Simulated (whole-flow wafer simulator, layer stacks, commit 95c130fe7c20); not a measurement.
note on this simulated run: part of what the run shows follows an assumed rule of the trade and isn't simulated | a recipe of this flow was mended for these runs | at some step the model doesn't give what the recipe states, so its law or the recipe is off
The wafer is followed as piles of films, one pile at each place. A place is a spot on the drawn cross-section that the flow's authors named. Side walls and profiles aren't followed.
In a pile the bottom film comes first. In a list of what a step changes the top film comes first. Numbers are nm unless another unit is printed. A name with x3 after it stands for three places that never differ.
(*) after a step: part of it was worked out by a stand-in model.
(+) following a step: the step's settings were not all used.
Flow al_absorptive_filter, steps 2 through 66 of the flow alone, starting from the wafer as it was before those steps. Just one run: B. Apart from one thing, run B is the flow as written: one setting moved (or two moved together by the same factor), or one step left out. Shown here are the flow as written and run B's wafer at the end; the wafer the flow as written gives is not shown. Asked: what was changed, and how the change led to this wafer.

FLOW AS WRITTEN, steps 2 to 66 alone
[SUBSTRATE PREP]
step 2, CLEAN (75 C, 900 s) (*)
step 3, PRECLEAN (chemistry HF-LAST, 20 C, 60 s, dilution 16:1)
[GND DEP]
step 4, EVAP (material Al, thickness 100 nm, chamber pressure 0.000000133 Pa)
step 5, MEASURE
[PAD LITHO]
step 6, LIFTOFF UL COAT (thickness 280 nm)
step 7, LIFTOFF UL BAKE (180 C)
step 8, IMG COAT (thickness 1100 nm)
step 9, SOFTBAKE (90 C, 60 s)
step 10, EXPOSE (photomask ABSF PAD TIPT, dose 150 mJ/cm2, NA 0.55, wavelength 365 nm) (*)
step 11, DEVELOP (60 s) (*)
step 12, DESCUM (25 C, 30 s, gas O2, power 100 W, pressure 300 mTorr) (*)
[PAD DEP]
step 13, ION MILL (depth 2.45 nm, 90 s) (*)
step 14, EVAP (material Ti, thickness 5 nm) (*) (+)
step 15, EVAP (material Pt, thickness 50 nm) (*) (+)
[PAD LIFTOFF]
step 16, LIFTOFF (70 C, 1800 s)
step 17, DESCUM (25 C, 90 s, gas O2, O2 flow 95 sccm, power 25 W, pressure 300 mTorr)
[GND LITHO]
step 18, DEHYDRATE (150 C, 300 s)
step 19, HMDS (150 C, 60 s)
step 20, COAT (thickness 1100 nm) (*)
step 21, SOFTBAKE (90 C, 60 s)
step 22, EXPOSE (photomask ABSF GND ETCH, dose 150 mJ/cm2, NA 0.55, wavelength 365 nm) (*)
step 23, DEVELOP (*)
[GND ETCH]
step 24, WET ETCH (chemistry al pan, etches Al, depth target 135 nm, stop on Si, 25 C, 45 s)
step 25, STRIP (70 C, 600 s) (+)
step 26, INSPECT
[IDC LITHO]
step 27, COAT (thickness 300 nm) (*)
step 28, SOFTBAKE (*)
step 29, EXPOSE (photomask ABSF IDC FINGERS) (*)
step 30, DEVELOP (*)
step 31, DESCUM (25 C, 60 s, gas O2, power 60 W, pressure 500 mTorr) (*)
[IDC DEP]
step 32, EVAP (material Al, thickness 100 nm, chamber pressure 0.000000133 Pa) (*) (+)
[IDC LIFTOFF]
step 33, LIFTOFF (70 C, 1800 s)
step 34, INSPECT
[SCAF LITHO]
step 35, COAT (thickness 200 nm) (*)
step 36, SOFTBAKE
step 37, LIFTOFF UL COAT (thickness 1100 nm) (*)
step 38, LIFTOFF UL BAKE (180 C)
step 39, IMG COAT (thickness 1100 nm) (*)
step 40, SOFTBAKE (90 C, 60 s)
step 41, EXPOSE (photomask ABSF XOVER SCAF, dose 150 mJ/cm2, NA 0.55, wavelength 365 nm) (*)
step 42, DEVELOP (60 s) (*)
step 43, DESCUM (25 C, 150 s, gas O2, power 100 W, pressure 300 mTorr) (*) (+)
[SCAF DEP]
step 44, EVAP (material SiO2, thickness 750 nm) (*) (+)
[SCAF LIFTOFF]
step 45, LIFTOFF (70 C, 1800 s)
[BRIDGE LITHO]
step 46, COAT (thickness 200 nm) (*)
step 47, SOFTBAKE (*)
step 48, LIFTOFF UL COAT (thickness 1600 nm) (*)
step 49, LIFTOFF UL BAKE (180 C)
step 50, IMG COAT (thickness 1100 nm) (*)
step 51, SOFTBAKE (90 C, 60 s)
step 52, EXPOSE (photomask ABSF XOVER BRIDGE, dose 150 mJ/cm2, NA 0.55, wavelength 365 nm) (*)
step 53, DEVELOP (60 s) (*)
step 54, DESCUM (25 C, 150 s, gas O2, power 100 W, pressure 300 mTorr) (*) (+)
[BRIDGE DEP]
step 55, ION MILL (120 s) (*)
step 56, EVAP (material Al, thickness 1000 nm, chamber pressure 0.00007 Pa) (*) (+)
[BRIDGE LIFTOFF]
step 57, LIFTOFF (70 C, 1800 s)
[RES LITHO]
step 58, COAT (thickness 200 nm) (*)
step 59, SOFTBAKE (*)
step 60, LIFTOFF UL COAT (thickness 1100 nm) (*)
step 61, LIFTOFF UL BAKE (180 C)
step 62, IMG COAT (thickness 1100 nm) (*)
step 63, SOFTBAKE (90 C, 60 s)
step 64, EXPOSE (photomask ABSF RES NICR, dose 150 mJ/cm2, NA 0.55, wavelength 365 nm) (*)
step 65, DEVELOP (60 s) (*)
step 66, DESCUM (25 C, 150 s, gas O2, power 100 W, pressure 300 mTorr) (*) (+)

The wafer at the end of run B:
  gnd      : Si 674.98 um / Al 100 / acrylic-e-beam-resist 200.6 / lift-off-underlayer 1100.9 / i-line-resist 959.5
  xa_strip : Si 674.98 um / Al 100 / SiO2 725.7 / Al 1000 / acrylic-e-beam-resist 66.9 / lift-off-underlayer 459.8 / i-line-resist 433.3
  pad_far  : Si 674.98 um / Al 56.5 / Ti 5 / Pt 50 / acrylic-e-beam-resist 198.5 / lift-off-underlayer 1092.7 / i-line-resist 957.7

The reason: step 2, CLEAN: 97.5 C was run, whereas the flow has 75 C.

The path from the change to this, step by step:
  step 2, CLEAN (75 C, 900 s) (*)
      gnd, pad_far, pad_near and 11 more: chemical SiO2 loses 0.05, Si loses 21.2 (in the flow as written it would be: chemical SiO2 loses 0.05, Si loses 7.31)
